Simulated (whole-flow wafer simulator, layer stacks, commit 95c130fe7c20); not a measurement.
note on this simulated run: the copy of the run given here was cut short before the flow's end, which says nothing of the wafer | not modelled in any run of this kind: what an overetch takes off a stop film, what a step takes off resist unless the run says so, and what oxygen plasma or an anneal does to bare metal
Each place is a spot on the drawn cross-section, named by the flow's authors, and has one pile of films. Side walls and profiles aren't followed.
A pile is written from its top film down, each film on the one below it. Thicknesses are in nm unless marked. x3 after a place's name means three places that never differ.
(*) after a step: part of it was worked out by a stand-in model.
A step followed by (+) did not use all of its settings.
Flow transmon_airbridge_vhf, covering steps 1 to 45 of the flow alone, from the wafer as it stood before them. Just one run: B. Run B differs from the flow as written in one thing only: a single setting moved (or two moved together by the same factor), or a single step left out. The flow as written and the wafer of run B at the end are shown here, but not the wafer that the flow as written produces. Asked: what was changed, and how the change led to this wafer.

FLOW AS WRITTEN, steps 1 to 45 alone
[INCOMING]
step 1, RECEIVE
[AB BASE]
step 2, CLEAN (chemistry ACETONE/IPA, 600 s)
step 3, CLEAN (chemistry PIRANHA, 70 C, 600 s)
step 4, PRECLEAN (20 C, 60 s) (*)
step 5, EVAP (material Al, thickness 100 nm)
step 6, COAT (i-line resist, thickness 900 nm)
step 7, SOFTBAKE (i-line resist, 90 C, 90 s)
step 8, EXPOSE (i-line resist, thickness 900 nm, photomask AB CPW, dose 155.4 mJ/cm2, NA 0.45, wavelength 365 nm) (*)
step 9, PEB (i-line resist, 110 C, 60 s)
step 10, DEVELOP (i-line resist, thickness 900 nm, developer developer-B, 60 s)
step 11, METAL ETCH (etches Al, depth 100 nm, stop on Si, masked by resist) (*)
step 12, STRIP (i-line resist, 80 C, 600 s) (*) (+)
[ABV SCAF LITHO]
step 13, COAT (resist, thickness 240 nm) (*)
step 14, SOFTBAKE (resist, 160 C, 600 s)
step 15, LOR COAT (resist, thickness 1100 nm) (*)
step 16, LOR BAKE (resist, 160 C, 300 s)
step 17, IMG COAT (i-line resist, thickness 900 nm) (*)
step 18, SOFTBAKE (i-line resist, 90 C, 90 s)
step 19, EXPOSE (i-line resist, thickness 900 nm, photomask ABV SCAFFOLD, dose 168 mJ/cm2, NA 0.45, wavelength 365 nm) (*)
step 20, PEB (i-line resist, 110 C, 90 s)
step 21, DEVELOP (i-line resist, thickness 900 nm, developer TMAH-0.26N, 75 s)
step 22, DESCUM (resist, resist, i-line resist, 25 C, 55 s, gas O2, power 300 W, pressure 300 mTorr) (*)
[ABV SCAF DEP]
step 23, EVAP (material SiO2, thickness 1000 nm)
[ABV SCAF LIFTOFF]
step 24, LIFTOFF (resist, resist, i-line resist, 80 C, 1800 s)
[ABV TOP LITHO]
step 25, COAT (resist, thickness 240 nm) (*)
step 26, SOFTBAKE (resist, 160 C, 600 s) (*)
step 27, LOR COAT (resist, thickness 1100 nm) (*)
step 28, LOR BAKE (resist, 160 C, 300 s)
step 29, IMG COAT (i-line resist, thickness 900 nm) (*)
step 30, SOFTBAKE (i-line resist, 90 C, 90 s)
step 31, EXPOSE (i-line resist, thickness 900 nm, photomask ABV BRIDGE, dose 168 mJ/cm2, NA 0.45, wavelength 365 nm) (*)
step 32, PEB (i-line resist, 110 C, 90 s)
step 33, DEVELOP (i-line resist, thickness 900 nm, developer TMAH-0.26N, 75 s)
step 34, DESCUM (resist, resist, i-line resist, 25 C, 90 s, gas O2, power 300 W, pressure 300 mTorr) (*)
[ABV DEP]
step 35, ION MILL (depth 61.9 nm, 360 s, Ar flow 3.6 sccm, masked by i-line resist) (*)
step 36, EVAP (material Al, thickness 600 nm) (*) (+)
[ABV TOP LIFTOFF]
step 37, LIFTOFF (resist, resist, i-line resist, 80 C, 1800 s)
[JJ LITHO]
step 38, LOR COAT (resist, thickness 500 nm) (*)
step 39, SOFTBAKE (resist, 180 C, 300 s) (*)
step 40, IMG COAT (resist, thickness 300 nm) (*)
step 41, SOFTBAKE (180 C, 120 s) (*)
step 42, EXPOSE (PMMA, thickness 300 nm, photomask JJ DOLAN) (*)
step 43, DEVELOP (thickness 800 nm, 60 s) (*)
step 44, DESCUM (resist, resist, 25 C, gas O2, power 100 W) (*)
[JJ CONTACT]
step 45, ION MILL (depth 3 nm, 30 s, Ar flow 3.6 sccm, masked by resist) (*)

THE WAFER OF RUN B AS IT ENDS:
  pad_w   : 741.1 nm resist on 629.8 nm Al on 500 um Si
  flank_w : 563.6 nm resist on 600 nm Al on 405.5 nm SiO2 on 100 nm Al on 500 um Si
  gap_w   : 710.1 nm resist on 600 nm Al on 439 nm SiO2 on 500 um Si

What caused this: step 23, EVAP: thickness 475 nm was run, whereas the flow has thickness 1000 nm.

The path from the change to this, step by step:
  step 23, EVAP (material SiO2, thickness 1000 nm)
      field x3, jj_line, ground_far and 10 more: +475 SiO2 (new film) (as written it would have been: +1000 SiO2 (new film))
      flank_w, flank_e: +441.4 SiO2 (new film) (as written it would have been: +929.3 SiO2 (new film))
  step 24, LIFTOFF (resist, resist, i-line resist, 80 C, 1800 s)
      field x3, jj_line, trace_open_s x2: -475 SiO2 (all of it), -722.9 i-line resist (all of it), -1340 resist (all of it) (as written it would have been: -1000 SiO2 (all of it), -722.9 i-line resist (all of it), -1340 resist (all of it))
      pad_w, pad_e: -475 SiO2 (all of it), -718 i-line resist (all of it), -1330.2 resist (all of it) (as written it would have been: -1000 SiO2 (all of it), -718 i-line resist (all of it), -1330.2 resist (all of it))
      (as well as at 1 more place)
  step 25, COAT (resist, thickness 240 nm) (*)
      flank_w, flank_e: +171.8 resist (new film) (as written it would have been: +152.6 resist (new film))
      gap_w, gap_e: +232.8 resist (new film) (as written it would have been: +210.7 resist (new film))
      (as well as at 6 more places)
  step 27, LOR COAT (resist, thickness 1100 nm) (*)
      gap_w, gap_e: +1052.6 resist (as written it would have been: +977.8 resist)
      margin_s, margin_n: +958.9 resist (as written it would have been: +823.4 resist)
      (as well as at 6 more places)
  step 29, IMG COAT (i-line resist, thickness 900 nm) (*)
      gap_w, gap_e: +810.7 i-line resist (new film) (as written it would have been: +681.7 i-line resist (new film))
      margin_s, margin_n: +767.5 i-line resist (new film) (as written it would have been: +603.2 i-line resist (new film))
      (as well as at 7 more places)
  step 32, PEB (i-line resist, 110 C, 90 s)
      pad_w, pad_e: -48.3 i-line resist (as written it would have been: -51 i-line resist)
      flank_w, flank_e: -43.4 i-line resist (as written it would have been: -38.3 i-line resist)
      (as well as at 7 more places)
  step 33, DEVELOP (i-line resist, thickness 900 nm, developer TMAH-0.26N, 75 s)
      gap_w, gap_e: -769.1 i-line resist (all of it), -1052.6 resist (as written it would have been: -646.9 i-line resist (all of it), -977.8 resist)
      pad_w: -891 i-line resist (all of it), -1164.5 resist (as written it would have been: -937.2 i-line resist (all of it), -1247.8 resist)
      (as well as at 5 more places)
  step 34, DESCUM (resist, resist, i-line resist, 25 C, 90 s, gas O2, power 300 W, pressure 300 mTorr) (*)
      flank_w, flank_e: -171.8 resist (all of it) (as written it would have been: -152.6 resist (all of it))
      gap_w, gap_e: -232.8 resist (all of it) (as written it would have been: -210.7 resist (all of it))
      (as well as at 4 more places)
  step 37, LIFTOFF (resist, resist, i-line resist, 80 C, 1800 s)
      margin_s, margin_n: -600 Al (all of it), -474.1 i-line resist (all of it), -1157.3 resist (all of it) (as written it would have been: -600 Al (all of it), -318.3 i-line resist (all of it), -992 resist (all of it))
      ground_far: -600 Al (all of it), -652.5 i-line resist (all of it), -1364.4 resist (all of it) (as written it would have been: -600 Al (all of it), -717.9 i-line resist (all of it), -1384.9 resist (all of it))
  step 38, LOR COAT (resist, thickness 500 nm) (*)
      pad_w, pad_e: +486.8 resist (new film) (as written it would have been: +517 resist (new film))
      flank_w, flank_e: +368.4 resist (new film) (as written it would have been: +306.5 resist (new film))
      (as well as at 6 more places)
  step 40, IMG COAT (resist, thickness 300 nm) (*)
      pad_w, pad_e: +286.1 resist (as written it would have been: +300.1 resist)
      flank_w, flank_e: +227 resist (as written it would have been: +212.1 resist)
      (as well as at 6 more places)
